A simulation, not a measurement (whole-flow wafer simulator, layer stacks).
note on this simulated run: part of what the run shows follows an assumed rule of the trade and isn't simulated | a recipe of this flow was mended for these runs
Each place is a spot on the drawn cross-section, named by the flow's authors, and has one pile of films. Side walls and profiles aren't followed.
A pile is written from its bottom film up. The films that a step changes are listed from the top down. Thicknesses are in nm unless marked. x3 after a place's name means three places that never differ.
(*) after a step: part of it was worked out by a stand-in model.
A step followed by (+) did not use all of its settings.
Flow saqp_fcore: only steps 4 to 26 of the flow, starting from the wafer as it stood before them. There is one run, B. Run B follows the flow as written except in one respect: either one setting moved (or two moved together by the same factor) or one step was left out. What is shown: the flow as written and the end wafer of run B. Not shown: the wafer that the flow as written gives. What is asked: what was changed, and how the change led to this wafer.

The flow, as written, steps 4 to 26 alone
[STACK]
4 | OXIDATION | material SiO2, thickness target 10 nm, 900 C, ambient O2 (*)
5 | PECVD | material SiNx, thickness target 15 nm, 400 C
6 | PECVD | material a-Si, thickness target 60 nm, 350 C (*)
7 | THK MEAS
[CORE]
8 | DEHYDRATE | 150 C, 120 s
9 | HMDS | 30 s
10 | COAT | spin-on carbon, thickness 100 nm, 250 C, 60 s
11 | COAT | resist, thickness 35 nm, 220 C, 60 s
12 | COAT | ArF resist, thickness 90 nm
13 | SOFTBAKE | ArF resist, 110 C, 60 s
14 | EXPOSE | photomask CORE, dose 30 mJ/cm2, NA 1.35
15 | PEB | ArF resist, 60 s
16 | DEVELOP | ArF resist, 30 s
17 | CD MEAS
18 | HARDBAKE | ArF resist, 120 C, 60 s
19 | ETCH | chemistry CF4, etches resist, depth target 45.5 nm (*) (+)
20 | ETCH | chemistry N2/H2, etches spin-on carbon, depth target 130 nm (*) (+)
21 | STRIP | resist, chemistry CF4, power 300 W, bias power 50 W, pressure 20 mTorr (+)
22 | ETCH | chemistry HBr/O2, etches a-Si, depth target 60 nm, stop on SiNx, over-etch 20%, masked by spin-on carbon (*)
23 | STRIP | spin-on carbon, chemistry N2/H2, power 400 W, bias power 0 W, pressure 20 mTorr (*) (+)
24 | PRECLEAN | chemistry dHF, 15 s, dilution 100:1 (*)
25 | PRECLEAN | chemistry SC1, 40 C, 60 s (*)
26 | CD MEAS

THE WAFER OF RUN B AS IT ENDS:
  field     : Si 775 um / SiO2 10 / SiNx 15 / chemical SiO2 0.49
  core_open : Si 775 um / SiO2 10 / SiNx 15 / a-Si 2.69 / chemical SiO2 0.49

Cause: step 22, ETCH: depth target 30 nm was run, though the flow has depth target 60 nm.

Step by step, how the change led to this:
  22 | ETCH | chemistry HBr/O2, etches a-Si, depth target 60 nm, stop on SiNx, over-etch 20%, masked by spin-on carbon (*)
      field: -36 a-Si (as written it would have been: -36.8 a-Si (all of it), -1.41 SiNx)
      core_open: -36 a-Si (as written it would have been: -39.4 a-Si (all of it), -1.3 SiNx)
      (also at 1 further place)
  23 | STRIP | spin-on carbon, chemistry N2/H2, power 400 W, bias power 0 W, pressure 20 mTorr (*) (+)
      core_line: -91 spin-on carbon (all of it) (as written it would have been: -88.8 spin-on carbon (all of it))
  24 | PRECLEAN | chemistry dHF, 15 s, dilution 100:1 (*)
      field, core_open: nothing (as written it would have been: -1.31 SiNx)
  25 | PRECLEAN | chemistry SC1, 40 C, 60 s (*)
      field: +0.49 chemical SiO2 (new film), -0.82 a-Si (all of it) (as written it would have been: nothing)
      core_open: +0.49 chemical SiO2 (new film), -0.7 a-Si (as written it would have been: nothing)
